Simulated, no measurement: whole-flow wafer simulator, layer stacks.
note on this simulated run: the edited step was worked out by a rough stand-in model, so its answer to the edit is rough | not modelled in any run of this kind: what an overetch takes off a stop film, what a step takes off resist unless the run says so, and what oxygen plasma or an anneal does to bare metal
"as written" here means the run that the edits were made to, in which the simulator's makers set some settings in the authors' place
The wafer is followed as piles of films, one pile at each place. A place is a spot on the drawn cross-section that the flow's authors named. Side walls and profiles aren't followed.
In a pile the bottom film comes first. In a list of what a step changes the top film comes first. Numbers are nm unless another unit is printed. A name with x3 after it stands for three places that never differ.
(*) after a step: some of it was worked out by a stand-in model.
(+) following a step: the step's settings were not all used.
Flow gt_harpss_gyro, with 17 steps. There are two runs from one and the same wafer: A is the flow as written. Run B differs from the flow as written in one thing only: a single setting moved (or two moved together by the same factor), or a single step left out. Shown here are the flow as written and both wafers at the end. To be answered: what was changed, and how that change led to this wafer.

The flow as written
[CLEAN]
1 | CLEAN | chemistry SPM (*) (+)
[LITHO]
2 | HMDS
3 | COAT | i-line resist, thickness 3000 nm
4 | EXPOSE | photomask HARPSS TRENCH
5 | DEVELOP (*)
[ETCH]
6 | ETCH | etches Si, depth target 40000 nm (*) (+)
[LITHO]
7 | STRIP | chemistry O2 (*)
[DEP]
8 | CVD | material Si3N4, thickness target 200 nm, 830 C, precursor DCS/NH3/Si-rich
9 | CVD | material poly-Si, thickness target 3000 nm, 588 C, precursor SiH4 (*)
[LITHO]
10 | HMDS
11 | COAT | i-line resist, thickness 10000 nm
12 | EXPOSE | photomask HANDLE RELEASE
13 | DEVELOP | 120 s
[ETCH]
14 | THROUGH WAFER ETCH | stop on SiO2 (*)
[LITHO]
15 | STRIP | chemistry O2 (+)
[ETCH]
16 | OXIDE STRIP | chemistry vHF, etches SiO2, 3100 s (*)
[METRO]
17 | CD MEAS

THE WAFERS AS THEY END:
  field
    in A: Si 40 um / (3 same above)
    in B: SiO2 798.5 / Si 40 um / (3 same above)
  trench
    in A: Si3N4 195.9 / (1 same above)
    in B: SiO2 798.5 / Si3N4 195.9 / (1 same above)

The reason: step 16, OXIDE STRIP: 1550 s was run, though the flow has 3100 s.

How this came from the change, step by step:
  16 | OXIDE STRIP | chemistry vHF, etches SiO2, 3100 s (*)
      field: A under 4 films: SiO2 loses 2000 (all of it) | B under 4 films: SiO2 loses 1201.5
      trench: A under 2 films: SiO2 loses 2000 (all of it) | B under 2 films: SiO2 loses 1201.5
